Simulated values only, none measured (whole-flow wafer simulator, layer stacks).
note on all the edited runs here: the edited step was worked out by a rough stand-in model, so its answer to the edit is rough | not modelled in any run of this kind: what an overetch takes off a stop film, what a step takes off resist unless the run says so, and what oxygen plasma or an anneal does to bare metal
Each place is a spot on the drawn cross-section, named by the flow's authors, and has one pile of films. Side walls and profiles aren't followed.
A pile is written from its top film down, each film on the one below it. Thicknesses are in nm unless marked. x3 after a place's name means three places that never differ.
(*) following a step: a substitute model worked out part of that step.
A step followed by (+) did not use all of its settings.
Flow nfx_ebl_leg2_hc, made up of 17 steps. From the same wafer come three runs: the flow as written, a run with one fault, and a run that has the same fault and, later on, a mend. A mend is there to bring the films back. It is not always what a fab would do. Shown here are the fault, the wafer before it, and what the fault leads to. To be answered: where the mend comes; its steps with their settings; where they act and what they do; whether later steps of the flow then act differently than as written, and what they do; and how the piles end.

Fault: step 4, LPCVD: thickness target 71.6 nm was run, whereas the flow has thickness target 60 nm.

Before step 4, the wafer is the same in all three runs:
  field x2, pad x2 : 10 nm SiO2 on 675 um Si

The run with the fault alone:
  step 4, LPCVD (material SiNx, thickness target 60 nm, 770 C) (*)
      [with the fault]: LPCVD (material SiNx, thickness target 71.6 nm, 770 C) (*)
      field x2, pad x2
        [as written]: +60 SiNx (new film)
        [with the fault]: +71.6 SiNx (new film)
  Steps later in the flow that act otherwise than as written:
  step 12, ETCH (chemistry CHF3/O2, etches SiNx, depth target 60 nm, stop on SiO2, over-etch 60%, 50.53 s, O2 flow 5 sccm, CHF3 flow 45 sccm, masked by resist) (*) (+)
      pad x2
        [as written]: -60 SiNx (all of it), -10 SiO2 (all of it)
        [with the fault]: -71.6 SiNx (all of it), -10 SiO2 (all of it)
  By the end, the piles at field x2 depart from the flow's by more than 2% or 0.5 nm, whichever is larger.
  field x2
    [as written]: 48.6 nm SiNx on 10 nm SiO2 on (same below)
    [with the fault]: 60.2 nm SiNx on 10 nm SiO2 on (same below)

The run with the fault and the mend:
  The mend follows step 5.
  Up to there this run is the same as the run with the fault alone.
  step 5a, ETCH (chemistry h3po4, depth target 82.34 nm)
      field x2, pad x2
        -71.6 SiNx (all of it)
  step 5b, CLEAN (chemistry SC1/SC2) (the flow's step 2, run once more)
      alters no film at any place that is followed
  step 5c, LPCVD (material SiNx, thickness target 60 nm, 770 C) (*) (the flow's step 4, run once more)
      field x2, pad x2
        +60 SiNx (new film)
  Later steps of the flow that are run all act as written at every place that is followed.
  By the end, the piles equal the flow's at every place that both follow.
